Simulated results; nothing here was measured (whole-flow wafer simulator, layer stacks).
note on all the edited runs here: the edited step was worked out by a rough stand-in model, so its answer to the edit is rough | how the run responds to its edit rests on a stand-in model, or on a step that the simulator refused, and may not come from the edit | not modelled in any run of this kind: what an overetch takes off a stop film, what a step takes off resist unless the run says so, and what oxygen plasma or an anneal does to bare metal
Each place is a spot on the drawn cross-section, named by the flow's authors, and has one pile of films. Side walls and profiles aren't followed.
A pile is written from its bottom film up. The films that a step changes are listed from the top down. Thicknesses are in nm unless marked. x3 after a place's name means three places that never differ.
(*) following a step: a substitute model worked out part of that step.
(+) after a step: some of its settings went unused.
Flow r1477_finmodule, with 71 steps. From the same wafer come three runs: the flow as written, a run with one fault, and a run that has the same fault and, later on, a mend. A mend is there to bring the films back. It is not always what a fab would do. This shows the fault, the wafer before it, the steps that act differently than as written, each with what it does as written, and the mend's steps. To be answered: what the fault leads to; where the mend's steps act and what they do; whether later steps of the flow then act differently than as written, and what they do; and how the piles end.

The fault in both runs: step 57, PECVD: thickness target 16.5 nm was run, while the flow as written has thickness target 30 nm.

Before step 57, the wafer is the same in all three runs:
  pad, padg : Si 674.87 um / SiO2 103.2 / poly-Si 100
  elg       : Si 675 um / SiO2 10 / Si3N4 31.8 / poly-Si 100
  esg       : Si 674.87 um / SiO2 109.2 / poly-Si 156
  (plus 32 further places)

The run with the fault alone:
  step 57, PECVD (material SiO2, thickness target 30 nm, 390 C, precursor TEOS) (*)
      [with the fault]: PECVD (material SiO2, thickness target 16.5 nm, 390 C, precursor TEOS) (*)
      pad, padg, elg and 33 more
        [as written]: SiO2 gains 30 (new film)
        [with the fault]: SiO2 gains 16.5 (new film)
  Steps further on in the flow that do not act as written (3 other steps are not shown; they differ only slightly, by no more than 2% or 0.5 nm, whichever is larger):
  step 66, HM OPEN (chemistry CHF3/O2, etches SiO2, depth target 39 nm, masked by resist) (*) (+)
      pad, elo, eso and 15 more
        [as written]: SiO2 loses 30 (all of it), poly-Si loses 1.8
        [with the fault]: SiO2 loses 16.5 (all of it), poly-Si loses 1.65
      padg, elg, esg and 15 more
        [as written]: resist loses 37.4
        [with the fault]: resist loses 23.7
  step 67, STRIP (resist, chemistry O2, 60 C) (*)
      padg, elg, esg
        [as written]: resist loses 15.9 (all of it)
        [with the fault]: resist loses 29.5 (all of it)
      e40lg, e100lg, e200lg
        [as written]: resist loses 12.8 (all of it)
        [with the fault]: resist loses 26.4 (all of it)
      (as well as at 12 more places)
  By the end, the piles at padg, elg, esg and 15 more depart from the flow's by more than 2% or 0.5 nm, whichever is larger.
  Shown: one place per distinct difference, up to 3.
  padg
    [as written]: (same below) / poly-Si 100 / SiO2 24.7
    [with the fault]: (same below) / poly-Si 100 / SiO2 11.2
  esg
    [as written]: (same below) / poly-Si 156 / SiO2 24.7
    [with the fault]: (same below) / poly-Si 156 / SiO2 11.2
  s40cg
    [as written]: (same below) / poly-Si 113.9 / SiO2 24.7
    [with the fault]: (same below) / poly-Si 113.9 / SiO2 11.2

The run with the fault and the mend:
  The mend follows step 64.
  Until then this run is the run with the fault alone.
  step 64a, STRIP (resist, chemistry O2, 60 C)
      padg, elg, esg
        resist loses 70 (all of it)
      e40lg, e100lg, e200lg
        resist loses 66.9 (all of it)
      s40sg, s45sg
        resist loses 91 (all of it)
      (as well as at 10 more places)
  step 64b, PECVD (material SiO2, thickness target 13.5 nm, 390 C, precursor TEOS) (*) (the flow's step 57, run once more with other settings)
      pad, padg, elg and 33 more
        SiO2 gains 13.5
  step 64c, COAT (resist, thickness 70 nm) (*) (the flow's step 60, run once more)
      e40lg, e100lg, e200lg, elo, e40lo, e100lo, e200lo
        resist gains 66.9 (new film)
      pad, padg, elg, esg
        resist gains 70 (new film)
      s40sg, s45sg, s40so, s45so
        resist gains 91 (new film)
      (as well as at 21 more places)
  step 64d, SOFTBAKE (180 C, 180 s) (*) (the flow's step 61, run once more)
      leaves every film unchanged at each place that is followed
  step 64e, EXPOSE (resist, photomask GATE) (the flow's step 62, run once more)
      leaves every film unchanged at each place that is followed
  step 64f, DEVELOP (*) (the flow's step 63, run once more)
      elo, e40lo, e100lo, e200lo
        resist loses 66.9 (all of it)
      eso, e40so
        resist loses 129.5 (all of it)
      s40so, s45so
        resist loses 91 (all of it)
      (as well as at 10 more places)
  Every later step of the flow that is run acts as written at every place that is followed.
  The piles end the same as the flow's at every place that both follow.
